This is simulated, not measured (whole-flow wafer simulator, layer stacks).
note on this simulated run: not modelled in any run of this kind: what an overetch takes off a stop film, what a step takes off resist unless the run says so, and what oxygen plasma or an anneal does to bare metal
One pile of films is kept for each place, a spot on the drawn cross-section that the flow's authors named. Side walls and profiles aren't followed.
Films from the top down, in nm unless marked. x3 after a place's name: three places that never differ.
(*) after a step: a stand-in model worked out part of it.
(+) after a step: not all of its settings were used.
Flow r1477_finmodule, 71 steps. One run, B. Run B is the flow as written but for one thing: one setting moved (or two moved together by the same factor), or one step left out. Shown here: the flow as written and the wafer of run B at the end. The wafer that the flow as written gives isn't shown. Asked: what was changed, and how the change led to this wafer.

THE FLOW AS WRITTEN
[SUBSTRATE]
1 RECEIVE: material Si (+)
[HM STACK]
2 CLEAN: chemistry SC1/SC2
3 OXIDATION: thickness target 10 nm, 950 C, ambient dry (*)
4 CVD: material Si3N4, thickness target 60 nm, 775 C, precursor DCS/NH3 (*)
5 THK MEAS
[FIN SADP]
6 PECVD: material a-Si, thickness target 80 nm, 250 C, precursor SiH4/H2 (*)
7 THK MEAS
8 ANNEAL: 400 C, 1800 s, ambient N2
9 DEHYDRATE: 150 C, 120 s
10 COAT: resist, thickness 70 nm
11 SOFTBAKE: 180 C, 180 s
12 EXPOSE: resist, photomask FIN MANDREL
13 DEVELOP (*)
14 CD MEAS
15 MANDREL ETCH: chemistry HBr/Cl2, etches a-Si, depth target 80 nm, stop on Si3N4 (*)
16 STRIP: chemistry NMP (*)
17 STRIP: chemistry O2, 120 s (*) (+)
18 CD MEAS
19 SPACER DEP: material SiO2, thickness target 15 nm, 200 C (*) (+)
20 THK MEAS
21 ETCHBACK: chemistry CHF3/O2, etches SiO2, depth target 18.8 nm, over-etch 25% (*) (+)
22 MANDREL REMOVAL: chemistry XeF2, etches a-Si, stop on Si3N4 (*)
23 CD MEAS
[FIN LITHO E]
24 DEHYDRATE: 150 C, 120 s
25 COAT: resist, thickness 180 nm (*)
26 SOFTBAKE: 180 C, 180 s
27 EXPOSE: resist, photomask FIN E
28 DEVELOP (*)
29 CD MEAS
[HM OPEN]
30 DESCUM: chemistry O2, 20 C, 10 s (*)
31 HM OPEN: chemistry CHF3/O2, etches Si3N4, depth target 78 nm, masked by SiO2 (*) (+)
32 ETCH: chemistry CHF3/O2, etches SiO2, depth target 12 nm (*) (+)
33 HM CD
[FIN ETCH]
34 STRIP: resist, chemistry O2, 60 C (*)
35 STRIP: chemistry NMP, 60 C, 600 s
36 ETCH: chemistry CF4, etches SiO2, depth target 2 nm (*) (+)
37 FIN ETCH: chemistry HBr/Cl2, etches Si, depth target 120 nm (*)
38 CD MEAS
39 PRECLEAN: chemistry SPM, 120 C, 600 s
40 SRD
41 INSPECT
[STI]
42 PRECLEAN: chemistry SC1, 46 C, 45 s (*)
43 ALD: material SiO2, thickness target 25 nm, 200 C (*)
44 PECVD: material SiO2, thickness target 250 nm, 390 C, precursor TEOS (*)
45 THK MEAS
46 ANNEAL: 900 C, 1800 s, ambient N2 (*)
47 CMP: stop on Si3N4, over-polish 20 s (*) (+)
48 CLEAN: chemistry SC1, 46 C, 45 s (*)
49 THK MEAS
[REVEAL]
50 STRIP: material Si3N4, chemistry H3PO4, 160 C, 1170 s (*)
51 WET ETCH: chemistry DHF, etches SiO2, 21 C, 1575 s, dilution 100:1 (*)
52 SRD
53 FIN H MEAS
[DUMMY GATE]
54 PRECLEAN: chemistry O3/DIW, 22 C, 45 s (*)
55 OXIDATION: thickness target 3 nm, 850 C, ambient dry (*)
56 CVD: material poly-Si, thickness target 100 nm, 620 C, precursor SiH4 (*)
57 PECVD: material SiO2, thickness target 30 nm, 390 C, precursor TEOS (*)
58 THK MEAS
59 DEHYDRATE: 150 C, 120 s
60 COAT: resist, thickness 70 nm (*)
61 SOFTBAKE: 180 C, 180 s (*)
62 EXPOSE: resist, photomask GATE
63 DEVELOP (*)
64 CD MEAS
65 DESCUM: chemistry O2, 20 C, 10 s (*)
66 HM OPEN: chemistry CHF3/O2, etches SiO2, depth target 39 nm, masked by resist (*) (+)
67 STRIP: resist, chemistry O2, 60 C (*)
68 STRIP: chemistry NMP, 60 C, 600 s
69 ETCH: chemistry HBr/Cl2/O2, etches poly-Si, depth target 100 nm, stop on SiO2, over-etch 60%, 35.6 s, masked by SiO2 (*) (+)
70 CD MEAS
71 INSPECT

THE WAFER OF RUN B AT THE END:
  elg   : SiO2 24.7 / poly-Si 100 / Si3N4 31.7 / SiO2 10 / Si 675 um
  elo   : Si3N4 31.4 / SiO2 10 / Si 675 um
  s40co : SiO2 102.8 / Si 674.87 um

The cause: step 43, ALD: material SiO2, thickness target 25 nm, 200 C (*), was left out.

How the change led to this, step by step:
  44 PECVD: material SiO2, thickness target 250 nm, 390 C, precursor TEOS (*)
      pad, padg, elg and 20 more: SiO2 +250 (new film) (as written it would be: SiO2 +250)
      s40cg, s45cg, s50cg, s40co, s45co, s50co: SiO2 +457.1 (new film) (as written it would be: SiO2 +250)
      (and at 1 more place)
  46 ANNEAL: 900 C, 1800 s, ambient N2 (*)
      s40cg, s45cg, s50cg, s40co, s45co, s50co: SiO2 -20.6 (as written it would be: SiO2 -11.2)
      esg: SiO2 -18.9 (as written it would be: SiO2 -11.2)
  47 CMP: stop on Si3N4, over-polish 20 s (*) (+)
      pad, padg, e40sg and 11 more: SiO2 -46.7 (as written it would be: SiO2 -71.8)
      elg, e40lg, e100lg, e200lg, elo, e40lo, e100lo, e200lo: SiO2 -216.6 (as written it would be: SiO2 -241.6)
      (and at 14 more places)
  51 WET ETCH: chemistry DHF, etches SiO2, 21 C, 1575 s, dilution 100:1 (*)
      esg, s40cg, s45cg, s50cg, s40co, s45co, s50co: SiO2 -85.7 (as written it would be: SiO2 -79.1)
  56 CVD: material poly-Si, thickness target 100 nm, 620 C, precursor SiH4 (*)
      s40cg, s40co: poly-Si +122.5 (new film) (as written it would be: poly-Si +113.9 (new film))
      s45cg, s45co: poly-Si +122.5 (new film) (as written it would be: poly-Si +113.4 (new film))
      (and at 3 more places)
  60 COAT: resist, thickness 70 nm (*)
      s40cg, s40co: resist +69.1 (new film) (as written it would be: resist +70.6 (new film))
      s45cg, s45co: resist +69.2 (new film) (as written it would be: resist +71 (new film))
  63 DEVELOP (*)
      s40co: resist -69.1 (all of it) (as written it would be: resist -70.6 (all of it))
      s45co: resist -69.2 (all of it) (as written it would be: resist -71 (all of it))
  67 STRIP: resist, chemistry O2, 60 C (*)
      s40cg: resist -15 (all of it) (as written it would be: resist -16.5 (all of it))
      s45cg: resist -15.1 (all of it) (as written it would be: resist -16.9 (all of it))
      (and at 1 more place)
  69 ETCH: chemistry HBr/Cl2/O2, etches poly-Si, depth target 100 nm, stop on SiO2, over-etch 60%, 35.6 s, masked by SiO2 (*) (+)
      s40co: chemical SiO2 -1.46 (all of it), poly-Si -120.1 (all of it), SiO2 -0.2 (as written it would be: chemical SiO2 -1.46 (all of it), poly-Si -111.5 (all of it), SiO2 -0.24)
      s45co: chemical SiO2 -1.46 (all of it), poly-Si -120.1 (all of it), SiO2 -0.2 (as written it would be: chemical SiO2 -1.46 (all of it), poly-Si -110.9 (all of it), SiO2 -0.25)
      (and at 1 more place)
